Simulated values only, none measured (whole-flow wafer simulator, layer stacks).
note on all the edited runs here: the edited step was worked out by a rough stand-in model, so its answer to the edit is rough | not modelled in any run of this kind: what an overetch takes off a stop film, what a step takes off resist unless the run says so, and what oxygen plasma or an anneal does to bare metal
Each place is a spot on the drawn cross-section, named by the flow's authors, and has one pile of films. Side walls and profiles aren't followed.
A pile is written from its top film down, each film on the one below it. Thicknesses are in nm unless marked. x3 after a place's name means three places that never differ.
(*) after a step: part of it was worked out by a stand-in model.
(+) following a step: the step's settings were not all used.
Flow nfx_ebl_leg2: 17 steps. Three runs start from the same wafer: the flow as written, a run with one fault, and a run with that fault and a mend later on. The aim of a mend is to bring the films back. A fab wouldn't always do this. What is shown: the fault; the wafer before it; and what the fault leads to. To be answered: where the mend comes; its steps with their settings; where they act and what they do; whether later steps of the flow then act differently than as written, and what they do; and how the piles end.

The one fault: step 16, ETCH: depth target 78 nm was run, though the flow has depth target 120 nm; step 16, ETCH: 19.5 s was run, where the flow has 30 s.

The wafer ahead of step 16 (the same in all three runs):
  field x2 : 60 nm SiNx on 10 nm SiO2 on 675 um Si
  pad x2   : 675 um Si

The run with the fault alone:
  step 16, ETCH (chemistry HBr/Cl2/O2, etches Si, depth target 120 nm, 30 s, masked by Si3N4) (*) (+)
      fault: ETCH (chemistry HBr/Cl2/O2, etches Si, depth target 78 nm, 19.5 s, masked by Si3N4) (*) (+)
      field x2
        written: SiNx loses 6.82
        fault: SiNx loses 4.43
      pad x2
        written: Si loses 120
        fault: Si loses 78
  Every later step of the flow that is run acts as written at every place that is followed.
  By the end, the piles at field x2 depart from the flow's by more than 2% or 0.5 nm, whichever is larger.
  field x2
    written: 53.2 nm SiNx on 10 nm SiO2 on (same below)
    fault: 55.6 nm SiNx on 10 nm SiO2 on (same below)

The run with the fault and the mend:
  The mend follows step 17.
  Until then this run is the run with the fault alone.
  step 17a, ETCH (chemistry HBr/Cl2/O2, etches Si, depth target 42 nm, 10.5 s, masked by Si3N4) (*) (+) (the flow's step 16 again, with other settings)
      field x2
        SiNx loses 2.39
      pad x2
        Si loses 42
  Every later step of the flow that is run acts as written at every place that is followed.
  The piles end the same as the flow's at every place that both follow.
